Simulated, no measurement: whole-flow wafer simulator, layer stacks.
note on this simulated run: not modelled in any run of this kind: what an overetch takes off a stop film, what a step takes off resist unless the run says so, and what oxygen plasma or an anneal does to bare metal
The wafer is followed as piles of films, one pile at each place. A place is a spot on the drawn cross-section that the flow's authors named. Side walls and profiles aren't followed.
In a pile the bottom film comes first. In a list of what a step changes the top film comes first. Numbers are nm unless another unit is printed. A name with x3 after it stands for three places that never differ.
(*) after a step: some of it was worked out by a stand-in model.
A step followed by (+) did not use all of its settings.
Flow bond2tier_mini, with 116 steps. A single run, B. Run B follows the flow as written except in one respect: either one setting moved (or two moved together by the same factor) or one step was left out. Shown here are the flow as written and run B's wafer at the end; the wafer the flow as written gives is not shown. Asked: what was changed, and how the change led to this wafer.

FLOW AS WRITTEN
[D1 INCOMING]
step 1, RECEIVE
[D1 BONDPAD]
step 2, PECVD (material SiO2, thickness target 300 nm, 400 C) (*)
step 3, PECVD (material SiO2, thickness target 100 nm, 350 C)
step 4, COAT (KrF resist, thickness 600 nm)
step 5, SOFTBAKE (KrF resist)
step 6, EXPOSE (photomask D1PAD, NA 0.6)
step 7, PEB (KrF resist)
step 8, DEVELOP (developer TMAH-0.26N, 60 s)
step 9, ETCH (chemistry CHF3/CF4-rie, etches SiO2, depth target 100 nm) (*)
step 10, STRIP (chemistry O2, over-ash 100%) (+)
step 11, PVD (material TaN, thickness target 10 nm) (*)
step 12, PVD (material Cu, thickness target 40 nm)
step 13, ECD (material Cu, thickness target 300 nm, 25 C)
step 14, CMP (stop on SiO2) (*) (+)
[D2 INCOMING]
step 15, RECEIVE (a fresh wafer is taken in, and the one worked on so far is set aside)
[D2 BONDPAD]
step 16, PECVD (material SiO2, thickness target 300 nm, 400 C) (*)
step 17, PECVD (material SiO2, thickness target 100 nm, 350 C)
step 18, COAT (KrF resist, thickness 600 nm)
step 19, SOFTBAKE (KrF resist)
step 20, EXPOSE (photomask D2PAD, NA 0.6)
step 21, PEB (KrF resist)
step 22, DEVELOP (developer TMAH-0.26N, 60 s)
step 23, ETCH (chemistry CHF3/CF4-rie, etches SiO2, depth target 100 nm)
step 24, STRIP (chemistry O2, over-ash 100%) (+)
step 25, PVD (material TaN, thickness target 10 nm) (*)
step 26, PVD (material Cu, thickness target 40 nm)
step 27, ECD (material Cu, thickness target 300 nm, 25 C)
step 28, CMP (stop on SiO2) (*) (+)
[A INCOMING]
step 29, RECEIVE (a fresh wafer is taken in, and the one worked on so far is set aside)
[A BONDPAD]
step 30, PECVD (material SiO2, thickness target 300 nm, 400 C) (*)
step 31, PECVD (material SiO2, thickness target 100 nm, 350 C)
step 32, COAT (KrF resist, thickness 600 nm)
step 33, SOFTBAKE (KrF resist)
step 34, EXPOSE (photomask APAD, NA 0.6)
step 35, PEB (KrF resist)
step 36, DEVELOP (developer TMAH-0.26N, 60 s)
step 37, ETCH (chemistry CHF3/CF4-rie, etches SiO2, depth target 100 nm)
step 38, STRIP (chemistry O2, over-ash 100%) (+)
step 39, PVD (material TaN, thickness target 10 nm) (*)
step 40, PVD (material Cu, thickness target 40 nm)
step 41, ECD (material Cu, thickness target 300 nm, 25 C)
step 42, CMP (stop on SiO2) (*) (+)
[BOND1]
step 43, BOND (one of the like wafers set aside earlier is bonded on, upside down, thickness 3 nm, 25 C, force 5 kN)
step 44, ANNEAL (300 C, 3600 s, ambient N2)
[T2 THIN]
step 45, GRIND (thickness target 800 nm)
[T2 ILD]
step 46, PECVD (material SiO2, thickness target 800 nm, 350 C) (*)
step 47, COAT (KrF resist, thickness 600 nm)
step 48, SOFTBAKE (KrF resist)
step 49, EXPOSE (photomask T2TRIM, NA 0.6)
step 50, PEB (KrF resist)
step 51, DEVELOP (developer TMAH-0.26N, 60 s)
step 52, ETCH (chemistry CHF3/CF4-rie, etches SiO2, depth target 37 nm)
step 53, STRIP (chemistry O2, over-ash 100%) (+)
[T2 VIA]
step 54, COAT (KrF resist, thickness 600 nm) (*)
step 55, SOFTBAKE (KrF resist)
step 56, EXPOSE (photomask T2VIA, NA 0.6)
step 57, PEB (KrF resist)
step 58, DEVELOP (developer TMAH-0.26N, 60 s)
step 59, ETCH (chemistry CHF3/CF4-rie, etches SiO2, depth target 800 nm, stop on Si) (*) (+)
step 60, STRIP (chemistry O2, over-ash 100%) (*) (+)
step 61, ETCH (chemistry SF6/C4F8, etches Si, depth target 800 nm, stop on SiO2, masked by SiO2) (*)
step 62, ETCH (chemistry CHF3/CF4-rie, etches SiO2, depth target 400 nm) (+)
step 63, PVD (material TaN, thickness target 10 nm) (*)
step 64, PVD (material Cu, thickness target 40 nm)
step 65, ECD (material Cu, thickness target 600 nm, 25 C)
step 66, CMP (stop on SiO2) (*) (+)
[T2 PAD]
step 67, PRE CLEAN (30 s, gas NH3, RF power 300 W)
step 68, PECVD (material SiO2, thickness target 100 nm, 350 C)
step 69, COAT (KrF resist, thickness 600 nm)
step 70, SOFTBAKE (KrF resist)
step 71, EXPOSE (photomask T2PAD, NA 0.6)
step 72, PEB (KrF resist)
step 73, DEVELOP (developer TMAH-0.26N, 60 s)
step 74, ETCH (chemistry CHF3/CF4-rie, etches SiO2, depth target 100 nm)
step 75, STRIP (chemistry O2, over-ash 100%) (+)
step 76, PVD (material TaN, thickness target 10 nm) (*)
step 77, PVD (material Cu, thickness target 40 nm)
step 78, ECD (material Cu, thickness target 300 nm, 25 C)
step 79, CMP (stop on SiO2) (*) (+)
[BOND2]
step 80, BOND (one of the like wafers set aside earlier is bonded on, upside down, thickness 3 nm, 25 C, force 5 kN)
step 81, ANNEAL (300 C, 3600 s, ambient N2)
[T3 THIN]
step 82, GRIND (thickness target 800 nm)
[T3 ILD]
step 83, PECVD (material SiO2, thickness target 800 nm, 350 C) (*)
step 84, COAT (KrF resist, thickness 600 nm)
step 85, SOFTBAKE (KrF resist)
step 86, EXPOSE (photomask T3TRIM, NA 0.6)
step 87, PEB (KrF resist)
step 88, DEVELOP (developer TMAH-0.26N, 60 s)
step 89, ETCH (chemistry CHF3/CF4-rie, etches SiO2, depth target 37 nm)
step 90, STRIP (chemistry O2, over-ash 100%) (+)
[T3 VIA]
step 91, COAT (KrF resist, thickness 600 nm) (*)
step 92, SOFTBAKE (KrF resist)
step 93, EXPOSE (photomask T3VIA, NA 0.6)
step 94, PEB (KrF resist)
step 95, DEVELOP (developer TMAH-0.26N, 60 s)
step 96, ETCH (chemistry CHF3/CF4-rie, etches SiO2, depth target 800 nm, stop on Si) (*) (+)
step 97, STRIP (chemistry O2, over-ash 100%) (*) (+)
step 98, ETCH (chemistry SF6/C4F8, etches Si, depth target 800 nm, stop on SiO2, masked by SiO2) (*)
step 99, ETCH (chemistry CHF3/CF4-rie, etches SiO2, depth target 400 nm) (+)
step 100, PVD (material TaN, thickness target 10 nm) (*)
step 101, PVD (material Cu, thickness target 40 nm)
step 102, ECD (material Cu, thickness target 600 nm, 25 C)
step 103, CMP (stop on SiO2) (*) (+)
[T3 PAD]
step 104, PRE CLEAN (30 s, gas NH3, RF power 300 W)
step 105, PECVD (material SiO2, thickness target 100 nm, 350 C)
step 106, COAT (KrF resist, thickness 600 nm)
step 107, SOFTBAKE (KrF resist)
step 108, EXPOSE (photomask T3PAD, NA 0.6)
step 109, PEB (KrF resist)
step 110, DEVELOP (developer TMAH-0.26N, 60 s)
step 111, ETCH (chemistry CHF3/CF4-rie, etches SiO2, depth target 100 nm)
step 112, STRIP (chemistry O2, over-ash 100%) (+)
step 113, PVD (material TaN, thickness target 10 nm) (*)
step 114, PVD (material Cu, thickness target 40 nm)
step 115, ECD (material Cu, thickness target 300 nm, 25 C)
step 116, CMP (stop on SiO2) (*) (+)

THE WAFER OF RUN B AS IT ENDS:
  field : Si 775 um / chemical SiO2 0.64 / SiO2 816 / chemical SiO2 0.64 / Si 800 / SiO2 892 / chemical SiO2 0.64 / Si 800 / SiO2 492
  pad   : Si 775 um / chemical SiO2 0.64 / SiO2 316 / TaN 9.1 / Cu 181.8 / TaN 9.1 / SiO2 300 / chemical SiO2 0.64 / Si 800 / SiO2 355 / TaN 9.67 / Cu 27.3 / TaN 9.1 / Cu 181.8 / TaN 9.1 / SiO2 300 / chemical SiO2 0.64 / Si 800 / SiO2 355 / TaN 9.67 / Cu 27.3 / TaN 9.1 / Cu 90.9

Cause: step 31, PECVD: thickness target 116 nm was run, whereas the flow has thickness target 100 nm.

The path from the change to this, step by step:
  step 31, PECVD (material SiO2, thickness target 100 nm, 350 C)
      field, pad, via: +116 SiO2 (as written it would have been: +100 SiO2)
